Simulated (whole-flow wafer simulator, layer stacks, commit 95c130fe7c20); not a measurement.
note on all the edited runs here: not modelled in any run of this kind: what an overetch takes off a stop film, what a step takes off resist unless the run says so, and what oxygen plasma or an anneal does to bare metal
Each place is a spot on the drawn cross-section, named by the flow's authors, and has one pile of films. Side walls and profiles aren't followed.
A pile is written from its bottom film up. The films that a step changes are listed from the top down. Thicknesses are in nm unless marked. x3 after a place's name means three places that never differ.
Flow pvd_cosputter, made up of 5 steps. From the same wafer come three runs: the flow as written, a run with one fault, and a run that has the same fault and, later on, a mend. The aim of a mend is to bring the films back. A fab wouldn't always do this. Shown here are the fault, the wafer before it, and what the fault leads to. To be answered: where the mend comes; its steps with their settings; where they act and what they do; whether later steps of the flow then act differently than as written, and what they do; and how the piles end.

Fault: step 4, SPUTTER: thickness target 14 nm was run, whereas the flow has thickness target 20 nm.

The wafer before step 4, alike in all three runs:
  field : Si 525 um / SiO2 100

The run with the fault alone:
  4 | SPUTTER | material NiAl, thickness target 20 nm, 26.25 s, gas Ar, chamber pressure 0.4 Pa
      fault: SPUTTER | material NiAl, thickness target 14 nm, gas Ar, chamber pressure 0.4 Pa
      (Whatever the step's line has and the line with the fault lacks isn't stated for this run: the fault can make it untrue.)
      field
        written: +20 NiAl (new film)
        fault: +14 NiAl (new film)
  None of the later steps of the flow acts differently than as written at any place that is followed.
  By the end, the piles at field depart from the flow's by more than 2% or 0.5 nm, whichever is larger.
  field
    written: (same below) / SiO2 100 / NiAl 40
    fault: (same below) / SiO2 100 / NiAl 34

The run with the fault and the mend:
  After step 4 comes the mend.
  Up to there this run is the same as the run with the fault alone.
  4a | SPUTTER | material NiAl, thickness target 6 nm, gas Ar, chamber pressure 0.4 Pa (the flow's step 4, run once more with other settings)
      field
        +6 NiAl
  None of the later steps of the flow acts differently than as written at any place that is followed.
  At every place that both follow, the piles at the end match the flow's.
